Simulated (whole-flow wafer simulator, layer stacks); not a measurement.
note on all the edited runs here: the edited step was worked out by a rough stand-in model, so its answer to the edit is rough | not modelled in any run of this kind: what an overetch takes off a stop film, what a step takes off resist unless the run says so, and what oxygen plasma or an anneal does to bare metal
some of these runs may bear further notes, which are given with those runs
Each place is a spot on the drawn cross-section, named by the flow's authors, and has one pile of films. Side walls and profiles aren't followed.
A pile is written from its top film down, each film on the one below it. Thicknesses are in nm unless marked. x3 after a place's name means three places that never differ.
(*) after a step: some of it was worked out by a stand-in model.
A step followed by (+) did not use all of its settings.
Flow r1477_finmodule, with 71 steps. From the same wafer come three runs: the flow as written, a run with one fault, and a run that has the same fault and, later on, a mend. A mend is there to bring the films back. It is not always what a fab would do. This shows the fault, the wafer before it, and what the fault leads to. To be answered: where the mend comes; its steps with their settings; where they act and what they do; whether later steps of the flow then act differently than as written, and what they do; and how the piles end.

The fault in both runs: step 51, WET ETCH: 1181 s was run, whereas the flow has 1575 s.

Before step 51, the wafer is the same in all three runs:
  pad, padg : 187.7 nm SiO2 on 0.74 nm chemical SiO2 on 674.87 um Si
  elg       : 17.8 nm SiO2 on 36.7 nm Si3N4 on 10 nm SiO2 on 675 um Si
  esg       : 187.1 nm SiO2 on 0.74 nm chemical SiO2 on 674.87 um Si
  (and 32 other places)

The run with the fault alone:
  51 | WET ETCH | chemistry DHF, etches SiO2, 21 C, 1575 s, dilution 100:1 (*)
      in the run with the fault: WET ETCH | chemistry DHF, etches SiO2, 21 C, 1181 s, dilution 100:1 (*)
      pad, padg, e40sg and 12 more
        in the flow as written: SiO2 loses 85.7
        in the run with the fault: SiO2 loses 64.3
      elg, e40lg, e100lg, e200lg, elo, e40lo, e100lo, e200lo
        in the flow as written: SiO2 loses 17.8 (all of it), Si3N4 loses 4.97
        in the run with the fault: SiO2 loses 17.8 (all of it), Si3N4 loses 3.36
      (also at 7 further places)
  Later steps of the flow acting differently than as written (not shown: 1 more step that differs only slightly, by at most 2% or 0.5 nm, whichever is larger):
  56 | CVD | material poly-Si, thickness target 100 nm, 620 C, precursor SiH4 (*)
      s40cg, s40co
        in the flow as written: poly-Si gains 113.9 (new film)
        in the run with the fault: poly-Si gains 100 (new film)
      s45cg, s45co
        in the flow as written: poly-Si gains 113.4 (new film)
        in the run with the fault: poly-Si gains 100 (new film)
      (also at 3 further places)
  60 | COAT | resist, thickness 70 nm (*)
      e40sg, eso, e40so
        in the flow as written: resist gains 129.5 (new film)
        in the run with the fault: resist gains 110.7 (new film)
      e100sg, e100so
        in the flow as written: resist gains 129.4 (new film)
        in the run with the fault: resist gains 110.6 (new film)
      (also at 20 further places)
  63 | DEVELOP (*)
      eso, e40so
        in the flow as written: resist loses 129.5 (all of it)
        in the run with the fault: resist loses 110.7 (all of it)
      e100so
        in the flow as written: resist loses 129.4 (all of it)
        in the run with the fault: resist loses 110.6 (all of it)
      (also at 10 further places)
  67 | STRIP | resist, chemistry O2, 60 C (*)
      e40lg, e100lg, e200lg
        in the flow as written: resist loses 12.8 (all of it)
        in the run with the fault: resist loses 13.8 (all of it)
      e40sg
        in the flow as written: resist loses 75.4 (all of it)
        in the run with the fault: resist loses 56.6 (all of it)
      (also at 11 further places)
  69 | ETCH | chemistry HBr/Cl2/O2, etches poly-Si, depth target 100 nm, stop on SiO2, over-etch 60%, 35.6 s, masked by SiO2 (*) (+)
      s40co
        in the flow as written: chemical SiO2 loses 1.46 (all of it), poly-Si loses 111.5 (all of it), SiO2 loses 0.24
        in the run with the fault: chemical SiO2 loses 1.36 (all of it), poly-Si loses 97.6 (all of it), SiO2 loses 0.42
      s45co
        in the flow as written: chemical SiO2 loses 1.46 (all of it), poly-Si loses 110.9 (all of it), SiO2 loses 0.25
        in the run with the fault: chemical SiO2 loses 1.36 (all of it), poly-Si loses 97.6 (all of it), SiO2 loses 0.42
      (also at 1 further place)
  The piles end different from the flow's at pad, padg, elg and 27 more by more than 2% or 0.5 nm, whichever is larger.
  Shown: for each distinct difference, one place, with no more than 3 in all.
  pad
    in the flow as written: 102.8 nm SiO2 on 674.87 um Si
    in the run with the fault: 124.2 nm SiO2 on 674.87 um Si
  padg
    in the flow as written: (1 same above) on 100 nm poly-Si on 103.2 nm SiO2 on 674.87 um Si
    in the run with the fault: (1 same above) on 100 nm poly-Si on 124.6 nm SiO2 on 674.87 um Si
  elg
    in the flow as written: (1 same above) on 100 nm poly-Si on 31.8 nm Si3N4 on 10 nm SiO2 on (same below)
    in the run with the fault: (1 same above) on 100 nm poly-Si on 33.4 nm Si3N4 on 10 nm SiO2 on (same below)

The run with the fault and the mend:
  The mend stands after step 51.
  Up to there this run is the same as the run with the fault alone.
  51a | WET ETCH | chemistry DHF, etches SiO2, 21 C, 394 s, dilution 100:1 (*) (the flow's step 51 again, with other settings)
      pad, padg, e40sg and 12 more
        SiO2 loses 21.4
      elg, e40lg, e100lg, e200lg, elo, e40lo, e100lo, e200lo
        Si3N4 loses 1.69
      esg, s40cg, s45cg, s50cg, s40co, s45co, s50co
        SiO2 loses 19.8
  None of the later steps of the flow differs from how it acts as written, at any place that is followed, by more than 2% or 0.5 nm, whichever is larger.
  At the end the piles are close to the flow's at the places that both follow, differing by at most 2% or 0.5 nm, whichever is larger.
